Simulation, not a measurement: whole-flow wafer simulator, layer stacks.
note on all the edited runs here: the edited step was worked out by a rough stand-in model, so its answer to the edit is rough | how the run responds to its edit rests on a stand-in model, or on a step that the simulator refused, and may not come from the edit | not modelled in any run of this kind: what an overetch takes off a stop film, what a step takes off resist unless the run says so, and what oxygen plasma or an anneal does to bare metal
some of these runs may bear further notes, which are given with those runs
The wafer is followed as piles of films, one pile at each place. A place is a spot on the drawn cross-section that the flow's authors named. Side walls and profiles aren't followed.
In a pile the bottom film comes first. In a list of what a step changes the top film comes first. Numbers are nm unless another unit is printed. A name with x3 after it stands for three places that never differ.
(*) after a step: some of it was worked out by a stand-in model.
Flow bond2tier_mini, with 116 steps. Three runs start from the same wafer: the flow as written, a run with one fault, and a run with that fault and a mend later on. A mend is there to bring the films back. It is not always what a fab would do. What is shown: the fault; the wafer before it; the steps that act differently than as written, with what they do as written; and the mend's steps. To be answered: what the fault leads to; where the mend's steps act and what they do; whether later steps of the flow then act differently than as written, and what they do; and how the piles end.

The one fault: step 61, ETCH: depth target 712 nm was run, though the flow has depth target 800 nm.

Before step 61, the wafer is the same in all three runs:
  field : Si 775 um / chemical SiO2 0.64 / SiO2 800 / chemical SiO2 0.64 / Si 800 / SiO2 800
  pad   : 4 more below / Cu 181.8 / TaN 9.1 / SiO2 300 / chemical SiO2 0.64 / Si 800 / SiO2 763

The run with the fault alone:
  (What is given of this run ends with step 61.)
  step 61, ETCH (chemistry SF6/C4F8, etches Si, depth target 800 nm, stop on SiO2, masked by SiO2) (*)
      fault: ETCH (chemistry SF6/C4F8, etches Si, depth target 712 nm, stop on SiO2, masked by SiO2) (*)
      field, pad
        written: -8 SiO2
        fault: -7.12 SiO2
  The piles after step 61 are only slightly different from the flow's at the places that both follow, by no more than 2% or 0.5 nm, whichever is larger.

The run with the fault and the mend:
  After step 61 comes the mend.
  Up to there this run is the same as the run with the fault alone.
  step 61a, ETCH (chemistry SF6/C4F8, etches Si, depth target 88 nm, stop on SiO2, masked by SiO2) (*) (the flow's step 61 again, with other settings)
      field, pad
        -0.88 SiO2
  Later steps of the flow that are run all act as written at every place that is followed.
  By the end, the piles equal the flow's at every place that both follow.
